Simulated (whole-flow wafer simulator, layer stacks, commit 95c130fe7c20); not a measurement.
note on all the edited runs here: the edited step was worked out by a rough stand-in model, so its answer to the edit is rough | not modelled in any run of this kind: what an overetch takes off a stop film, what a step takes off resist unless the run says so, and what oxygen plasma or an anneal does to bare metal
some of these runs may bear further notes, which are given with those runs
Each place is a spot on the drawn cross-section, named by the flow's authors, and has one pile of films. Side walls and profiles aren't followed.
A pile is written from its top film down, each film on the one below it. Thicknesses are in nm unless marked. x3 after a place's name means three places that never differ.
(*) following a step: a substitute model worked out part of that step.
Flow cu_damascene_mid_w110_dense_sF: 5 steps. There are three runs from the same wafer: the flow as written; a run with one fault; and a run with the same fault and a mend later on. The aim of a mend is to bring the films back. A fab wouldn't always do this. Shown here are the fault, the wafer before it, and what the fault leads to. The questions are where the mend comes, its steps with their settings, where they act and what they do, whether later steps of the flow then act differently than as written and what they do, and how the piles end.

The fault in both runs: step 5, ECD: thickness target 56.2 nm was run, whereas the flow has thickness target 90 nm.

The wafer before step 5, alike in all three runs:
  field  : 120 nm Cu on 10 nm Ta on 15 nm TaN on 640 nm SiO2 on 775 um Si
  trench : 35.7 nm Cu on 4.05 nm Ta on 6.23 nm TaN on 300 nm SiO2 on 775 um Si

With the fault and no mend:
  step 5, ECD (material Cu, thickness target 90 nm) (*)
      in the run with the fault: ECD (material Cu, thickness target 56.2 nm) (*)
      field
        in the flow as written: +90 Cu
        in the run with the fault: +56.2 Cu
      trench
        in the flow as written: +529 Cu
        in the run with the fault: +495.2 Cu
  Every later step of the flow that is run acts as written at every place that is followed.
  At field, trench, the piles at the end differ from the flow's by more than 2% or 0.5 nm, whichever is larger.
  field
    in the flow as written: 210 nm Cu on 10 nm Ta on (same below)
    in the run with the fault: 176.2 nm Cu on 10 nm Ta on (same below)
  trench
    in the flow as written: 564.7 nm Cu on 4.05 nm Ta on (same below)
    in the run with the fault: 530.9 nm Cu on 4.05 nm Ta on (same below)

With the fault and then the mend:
  After step 5 comes the mend.
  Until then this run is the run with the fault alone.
  step 5a, ECD (material Cu, thickness target 33.8 nm) (the flow's step 5 again, with other settings)
      field, trench
        +33.8 Cu
  Every later step of the flow that is run acts as written at every place that is followed.
  The piles end the same as the flow's at every place that both follow.
